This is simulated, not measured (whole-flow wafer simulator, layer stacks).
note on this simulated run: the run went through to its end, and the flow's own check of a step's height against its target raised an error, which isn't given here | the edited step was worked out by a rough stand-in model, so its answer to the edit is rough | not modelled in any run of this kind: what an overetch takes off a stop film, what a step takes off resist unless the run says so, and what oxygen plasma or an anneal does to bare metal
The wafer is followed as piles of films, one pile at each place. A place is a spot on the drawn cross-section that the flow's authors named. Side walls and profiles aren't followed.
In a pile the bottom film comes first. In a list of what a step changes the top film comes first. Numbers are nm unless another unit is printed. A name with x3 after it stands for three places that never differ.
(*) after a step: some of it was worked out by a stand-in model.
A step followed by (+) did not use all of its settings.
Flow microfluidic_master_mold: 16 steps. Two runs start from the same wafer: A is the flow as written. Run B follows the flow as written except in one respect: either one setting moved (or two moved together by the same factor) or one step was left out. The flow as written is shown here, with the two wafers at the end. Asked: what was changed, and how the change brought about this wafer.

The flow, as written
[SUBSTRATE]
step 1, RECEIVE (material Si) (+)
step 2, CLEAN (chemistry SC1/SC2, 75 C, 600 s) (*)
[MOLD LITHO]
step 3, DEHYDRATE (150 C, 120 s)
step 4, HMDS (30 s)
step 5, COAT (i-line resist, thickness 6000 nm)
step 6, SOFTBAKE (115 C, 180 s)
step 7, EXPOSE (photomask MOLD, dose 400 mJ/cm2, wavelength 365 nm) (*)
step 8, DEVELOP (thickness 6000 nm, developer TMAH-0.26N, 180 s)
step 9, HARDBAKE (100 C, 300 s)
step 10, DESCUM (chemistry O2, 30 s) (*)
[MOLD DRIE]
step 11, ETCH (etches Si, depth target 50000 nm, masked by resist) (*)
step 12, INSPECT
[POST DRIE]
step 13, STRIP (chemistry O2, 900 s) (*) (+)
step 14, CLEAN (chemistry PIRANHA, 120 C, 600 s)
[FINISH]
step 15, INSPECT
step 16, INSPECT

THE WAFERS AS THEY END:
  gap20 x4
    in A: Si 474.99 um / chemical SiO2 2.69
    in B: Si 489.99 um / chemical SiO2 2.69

Cause: step 11, ETCH: depth target 35000 nm was run, though the flow has depth target 50000 nm.

How this came from the change, step by step:
  step 11, ETCH (etches Si, depth target 50000 nm, masked by resist) (*)
      gap20 x4: A -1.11 chemical SiO2 (all of it), -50 um Si | B -1.11 chemical SiO2 (all of it), -35 um Si
      ridge: A -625 i-line resist | B -437.5 i-line resist
  step 13, STRIP (chemistry O2, 900 s) (*) (+)
      ridge: A -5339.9 i-line resist (all of it), +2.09 chemical SiO2, -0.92 Si | B -5527.4 i-line resist (all of it), +2.09 chemical SiO2, -0.92 Si
